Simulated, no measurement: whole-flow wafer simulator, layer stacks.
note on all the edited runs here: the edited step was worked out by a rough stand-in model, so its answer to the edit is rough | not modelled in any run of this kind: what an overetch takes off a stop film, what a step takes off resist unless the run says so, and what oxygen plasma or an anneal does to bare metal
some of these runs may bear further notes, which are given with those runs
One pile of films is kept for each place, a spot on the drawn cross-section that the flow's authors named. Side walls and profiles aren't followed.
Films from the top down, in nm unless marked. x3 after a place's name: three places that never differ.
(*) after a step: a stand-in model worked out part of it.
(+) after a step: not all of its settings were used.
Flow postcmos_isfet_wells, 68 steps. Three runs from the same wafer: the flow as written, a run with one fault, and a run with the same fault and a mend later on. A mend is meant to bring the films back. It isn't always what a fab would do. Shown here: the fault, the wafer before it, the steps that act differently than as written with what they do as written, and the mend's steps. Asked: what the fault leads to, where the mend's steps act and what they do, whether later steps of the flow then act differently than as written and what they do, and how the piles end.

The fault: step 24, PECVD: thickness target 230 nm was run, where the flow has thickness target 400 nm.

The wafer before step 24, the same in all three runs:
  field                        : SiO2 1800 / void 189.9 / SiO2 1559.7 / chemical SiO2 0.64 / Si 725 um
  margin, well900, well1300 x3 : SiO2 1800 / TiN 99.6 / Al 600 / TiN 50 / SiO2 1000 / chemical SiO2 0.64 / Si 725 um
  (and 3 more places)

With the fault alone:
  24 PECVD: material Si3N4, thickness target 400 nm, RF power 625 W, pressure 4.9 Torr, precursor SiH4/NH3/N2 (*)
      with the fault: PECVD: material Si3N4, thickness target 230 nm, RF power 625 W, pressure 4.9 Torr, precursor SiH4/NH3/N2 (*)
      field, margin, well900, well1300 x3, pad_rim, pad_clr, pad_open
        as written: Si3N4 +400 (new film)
        with the fault: Si3N4 +230 (new film)
  Later steps of the flow that act differently than as written (2 more steps differ only slightly, by at most 2% or 0.5 nm, whichever is larger, and aren't shown):
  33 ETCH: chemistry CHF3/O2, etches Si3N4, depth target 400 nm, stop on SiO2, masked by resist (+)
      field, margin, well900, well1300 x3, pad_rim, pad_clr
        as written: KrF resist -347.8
        with the fault: KrF resist -300
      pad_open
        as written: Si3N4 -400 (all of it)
        with the fault: Si3N4 -230 (all of it)
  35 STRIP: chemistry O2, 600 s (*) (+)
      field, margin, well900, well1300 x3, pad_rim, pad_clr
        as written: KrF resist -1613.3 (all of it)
        with the fault: KrF resist -1661.1 (all of it)
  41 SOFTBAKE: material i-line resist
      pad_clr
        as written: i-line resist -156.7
        with the fault: i-line resist -139.8
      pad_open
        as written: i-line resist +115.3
        with the fault: i-line resist +107.8
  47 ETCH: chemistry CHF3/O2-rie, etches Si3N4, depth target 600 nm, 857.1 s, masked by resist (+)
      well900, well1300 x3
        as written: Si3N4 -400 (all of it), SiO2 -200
        with the fault: Si3N4 -230 (all of it), SiO2 -370
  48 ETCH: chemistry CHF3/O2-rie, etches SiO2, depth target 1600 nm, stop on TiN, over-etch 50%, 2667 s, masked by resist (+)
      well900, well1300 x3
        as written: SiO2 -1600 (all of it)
        with the fault: SiO2 -1430 (all of it)
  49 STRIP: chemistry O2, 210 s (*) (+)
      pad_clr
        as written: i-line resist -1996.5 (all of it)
        with the fault: i-line resist -2066.5 (all of it)
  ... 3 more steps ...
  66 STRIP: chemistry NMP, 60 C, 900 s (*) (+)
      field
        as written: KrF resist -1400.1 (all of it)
        with the fault: KrF resist -1480.8 (all of it)
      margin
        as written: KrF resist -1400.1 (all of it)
        with the fault: KrF resist -1480.7 (all of it)
  At the end the piles differ from the flow's by more than 2% or 0.5 nm, whichever is larger, at field, margin, pad_rim, pad_clr.
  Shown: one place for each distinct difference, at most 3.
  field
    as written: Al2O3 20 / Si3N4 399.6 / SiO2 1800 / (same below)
    with the fault: Al2O3 20 / Si3N4 229.6 / SiO2 1800 / (same below)
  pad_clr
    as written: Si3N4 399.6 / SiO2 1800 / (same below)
    with the fault: Si3N4 229.6 / SiO2 1800 / (same below)

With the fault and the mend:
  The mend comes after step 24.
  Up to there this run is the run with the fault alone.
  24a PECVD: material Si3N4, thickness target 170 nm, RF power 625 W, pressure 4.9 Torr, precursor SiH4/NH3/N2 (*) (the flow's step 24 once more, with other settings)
      field, margin, well900, well1300 x3, pad_rim, pad_clr, pad_open
        Si3N4 +170
  No later step of the flow acts differently than as written at any place that is followed.
  At the end the piles are the same as the flow's at every place that both follow.
